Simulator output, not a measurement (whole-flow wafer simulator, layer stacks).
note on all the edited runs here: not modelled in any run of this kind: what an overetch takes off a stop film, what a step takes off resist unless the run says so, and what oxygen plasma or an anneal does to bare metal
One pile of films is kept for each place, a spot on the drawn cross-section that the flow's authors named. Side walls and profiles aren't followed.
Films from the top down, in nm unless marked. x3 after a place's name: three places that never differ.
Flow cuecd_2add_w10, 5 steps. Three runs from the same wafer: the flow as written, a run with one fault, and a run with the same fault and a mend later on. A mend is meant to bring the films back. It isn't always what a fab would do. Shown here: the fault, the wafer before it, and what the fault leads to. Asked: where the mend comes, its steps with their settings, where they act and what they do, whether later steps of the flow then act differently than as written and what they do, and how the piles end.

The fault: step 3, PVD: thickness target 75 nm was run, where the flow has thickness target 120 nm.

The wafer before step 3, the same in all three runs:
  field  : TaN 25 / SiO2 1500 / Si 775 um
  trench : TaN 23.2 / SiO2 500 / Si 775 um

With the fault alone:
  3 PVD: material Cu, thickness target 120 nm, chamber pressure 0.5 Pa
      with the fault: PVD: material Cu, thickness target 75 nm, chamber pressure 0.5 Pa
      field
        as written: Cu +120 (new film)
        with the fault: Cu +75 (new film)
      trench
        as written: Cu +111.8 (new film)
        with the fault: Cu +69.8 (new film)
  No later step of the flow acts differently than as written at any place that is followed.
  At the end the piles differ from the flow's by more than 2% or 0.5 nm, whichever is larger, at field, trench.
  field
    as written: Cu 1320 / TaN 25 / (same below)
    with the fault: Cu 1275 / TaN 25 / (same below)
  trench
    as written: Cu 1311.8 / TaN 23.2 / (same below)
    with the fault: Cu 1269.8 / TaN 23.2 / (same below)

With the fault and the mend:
  The mend comes after step 3.
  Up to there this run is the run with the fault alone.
  3a PVD: material Cu, thickness target 45 nm, chamber pressure 0.5 Pa (the flow's step 3 once more, with other settings)
      field
        Cu +45
      trench
        Cu +41.8
  No later step of the flow acts differently than as written at any place that is followed.
  At the end the piles differ from the flow's only slightly at the places that both follow, by at most 2% or 0.5 nm, whichever is larger.
